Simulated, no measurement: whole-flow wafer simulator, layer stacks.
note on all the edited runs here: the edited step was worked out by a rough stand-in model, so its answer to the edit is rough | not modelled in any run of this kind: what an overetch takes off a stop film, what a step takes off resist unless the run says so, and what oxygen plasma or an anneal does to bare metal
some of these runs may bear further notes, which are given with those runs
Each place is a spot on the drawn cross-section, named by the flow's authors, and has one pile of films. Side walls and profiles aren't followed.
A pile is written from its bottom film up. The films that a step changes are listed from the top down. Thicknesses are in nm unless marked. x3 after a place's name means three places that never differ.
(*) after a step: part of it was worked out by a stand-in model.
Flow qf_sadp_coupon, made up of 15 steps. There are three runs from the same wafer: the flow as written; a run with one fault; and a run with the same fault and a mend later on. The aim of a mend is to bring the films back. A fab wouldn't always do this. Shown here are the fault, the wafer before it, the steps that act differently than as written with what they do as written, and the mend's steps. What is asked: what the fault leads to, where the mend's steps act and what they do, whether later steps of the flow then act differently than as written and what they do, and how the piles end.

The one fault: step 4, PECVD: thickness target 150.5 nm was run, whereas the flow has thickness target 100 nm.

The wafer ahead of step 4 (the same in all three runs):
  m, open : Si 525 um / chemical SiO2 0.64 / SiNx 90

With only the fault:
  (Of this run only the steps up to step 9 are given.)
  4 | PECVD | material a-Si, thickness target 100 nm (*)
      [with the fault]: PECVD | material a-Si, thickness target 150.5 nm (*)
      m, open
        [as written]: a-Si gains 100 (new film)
        [with the fault]: a-Si gains 150.5 (new film)
  None of the later steps of the flow up to step 9 acts differently than as written at any place that is followed.
  After step 9, at m, open, the piles differ from the flow's by more than 2% or 0.5 nm, whichever is larger.
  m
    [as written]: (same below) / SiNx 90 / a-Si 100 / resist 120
    [with the fault]: (same below) / SiNx 90 / a-Si 150.5 / resist 120
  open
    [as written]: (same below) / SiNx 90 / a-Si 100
    [with the fault]: (same below) / SiNx 90 / a-Si 150.5

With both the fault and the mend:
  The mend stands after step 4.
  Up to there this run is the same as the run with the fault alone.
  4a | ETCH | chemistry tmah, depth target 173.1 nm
      m, open
        a-Si loses 150.5 (all of it)
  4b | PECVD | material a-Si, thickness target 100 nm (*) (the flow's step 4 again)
      m, open
        a-Si gains 100 (new film)
  None of the later steps of the flow acts differently than as written at any place that is followed.
  The piles end the same as the flow's at every place that both follow.
